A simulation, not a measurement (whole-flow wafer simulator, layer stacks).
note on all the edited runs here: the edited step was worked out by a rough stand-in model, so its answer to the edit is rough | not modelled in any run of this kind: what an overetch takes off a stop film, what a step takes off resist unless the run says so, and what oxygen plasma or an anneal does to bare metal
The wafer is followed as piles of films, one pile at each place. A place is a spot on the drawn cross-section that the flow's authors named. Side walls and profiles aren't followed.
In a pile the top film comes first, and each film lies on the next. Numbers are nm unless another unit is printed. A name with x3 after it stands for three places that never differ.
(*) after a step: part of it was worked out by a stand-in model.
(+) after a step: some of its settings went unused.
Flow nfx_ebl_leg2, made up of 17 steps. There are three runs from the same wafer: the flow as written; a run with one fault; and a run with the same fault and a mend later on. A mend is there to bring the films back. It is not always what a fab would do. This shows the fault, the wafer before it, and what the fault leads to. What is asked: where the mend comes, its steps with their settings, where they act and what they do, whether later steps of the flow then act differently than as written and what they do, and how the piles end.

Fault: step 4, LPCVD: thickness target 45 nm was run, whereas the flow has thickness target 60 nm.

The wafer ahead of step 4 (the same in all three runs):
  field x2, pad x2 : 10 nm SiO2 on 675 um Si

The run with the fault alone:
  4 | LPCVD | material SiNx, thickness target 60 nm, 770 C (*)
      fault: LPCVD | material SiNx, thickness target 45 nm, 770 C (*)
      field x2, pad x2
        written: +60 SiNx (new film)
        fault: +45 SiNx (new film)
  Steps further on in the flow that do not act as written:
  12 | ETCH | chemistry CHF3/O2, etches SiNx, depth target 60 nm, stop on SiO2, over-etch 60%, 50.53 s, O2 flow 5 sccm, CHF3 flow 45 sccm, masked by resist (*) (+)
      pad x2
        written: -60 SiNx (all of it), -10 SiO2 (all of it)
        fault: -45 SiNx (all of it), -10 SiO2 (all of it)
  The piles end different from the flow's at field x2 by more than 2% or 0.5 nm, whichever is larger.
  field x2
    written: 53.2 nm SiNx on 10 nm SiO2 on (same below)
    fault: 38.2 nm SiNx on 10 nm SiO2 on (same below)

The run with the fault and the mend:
  The mend follows step 5.
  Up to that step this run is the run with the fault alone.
  5a | LPCVD | material SiNx, thickness target 15 nm, 770 C (*) (the flow's step 4 again, with other settings)
      field x2, pad x2
        +15 SiNx
  Every later step of the flow that is run acts as written at every place that is followed.
  By the end, the piles equal the flow's at every place that both follow.
